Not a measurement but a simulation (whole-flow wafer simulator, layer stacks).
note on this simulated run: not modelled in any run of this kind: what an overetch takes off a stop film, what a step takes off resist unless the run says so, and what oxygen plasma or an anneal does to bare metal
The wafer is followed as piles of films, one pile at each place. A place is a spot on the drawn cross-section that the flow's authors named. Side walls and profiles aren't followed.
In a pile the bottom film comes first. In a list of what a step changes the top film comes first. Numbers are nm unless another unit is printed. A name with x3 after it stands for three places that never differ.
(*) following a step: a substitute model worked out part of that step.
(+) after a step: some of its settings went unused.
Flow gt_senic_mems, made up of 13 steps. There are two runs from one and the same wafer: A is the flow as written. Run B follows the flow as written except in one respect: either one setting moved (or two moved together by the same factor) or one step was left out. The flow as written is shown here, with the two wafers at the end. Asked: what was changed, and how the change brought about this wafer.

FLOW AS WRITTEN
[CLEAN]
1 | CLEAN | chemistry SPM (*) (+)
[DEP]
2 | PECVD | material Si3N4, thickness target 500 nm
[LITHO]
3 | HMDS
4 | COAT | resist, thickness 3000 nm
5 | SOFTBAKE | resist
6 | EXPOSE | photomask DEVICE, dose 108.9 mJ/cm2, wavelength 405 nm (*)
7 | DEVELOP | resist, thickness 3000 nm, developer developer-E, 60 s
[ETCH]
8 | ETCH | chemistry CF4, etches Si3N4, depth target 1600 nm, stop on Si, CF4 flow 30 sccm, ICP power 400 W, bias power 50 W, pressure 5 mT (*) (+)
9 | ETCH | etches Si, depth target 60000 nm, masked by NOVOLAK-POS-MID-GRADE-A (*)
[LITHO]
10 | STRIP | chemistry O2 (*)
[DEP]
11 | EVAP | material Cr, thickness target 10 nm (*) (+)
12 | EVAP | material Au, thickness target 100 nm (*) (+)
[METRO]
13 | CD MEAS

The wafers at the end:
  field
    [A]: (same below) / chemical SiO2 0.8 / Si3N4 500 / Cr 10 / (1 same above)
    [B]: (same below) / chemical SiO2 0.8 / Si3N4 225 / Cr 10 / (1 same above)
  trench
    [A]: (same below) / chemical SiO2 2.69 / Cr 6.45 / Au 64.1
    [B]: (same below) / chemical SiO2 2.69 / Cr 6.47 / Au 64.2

What caused this: step 2, PECVD: thickness target 225 nm was run, while the flow as written has thickness target 500 nm.
The wafer lets one read it off: field has Si3N4 225, and step 2 as written asks for 500 nm.

Step by step, how the change led to this:
  2 | PECVD | material Si3N4, thickness target 500 nm
      field, trench: A Si3N4 gains 500 (new film) | B Si3N4 gains 225 (new film)
  8 | ETCH | chemistry CF4, etches Si3N4, depth target 1600 nm, stop on Si, CF4 flow 30 sccm, ICP power 400 W, bias power 50 W, pressure 5 mT (*) (+)
      field: A resist loses 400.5 | B resist loses 217.2
      trench: A Si3N4 loses 500 (all of it), chemical SiO2 loses 0.8 (all of it) | B Si3N4 loses 225 (all of it), chemical SiO2 loses 0.8 (all of it)
  10 | STRIP | chemistry O2 (*)
      field: A resist loses 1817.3 (all of it) | B resist loses 2000.6 (all of it)
